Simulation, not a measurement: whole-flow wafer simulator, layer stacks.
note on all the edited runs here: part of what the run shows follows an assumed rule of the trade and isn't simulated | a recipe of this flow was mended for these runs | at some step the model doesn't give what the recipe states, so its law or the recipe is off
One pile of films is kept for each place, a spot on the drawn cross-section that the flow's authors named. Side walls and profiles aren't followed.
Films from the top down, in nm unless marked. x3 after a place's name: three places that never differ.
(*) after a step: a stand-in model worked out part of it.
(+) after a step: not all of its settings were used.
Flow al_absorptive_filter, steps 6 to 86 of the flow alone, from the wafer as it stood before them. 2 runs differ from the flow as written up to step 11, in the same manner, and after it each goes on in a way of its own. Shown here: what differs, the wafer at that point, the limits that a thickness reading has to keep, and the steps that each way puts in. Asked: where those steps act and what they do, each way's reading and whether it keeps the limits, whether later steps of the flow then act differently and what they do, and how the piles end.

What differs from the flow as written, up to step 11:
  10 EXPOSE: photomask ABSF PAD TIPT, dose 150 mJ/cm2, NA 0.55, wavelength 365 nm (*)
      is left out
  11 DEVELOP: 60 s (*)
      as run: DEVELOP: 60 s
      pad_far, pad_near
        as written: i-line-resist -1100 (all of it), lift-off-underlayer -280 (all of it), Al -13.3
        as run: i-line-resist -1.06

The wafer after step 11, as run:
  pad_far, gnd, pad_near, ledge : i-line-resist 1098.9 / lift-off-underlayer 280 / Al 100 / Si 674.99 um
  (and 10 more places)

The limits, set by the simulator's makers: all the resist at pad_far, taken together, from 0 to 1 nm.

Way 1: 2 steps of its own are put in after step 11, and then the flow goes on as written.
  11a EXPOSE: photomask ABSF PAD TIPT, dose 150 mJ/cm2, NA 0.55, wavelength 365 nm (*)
      changes no film at any place that is followed
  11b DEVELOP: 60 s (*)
      gnd, ledge, res and 9 more
        i-line-resist -1.06
      pad_far, pad_near
        i-line-resist -1098.9 (all of it), lift-off-underlayer -280 (all of it), Al -13.3
  The reading after step 11b: 0 nm, within the limits.
  No later step of the flow acts differently than as written, at any place that is followed, by more than 2% or 0.5 nm, whichever is larger.
  At the end the piles are the same as the flow's at every place that both follow.

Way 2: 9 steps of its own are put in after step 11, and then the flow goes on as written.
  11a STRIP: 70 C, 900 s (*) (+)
      gnd, pad_far, pad_near and 11 more
        i-line-resist -1098.9 (all of it), lift-off-underlayer -280 (all of it)
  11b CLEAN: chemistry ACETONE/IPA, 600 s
      changes no film at any place that is followed
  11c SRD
      changes no film at any place that is followed
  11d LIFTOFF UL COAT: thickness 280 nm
      gnd, pad_far, pad_near and 11 more
        lift-off-underlayer +280 (new film)
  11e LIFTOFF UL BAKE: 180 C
      changes no film at any place that is followed
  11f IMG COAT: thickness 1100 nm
      gnd, pad_far, pad_near and 11 more
        i-line-resist +1100 (new film)
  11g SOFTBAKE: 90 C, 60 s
      changes no film at any place that is followed
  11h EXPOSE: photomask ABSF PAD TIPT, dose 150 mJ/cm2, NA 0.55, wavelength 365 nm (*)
      changes no film at any place that is followed
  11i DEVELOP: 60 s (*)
      gnd, ledge, res and 9 more
        i-line-resist -1.06
      pad_far, pad_near
        i-line-resist -1100 (all of it), lift-off-underlayer -280 (all of it), Al -13.3
  The reading after step 11i: 0 nm, within the limits.
  No later step of the flow acts differently than as written at any place that is followed.
  At the end the piles are the same as the flow's at every place that both follow.

Within the limits: way 1, way 2.
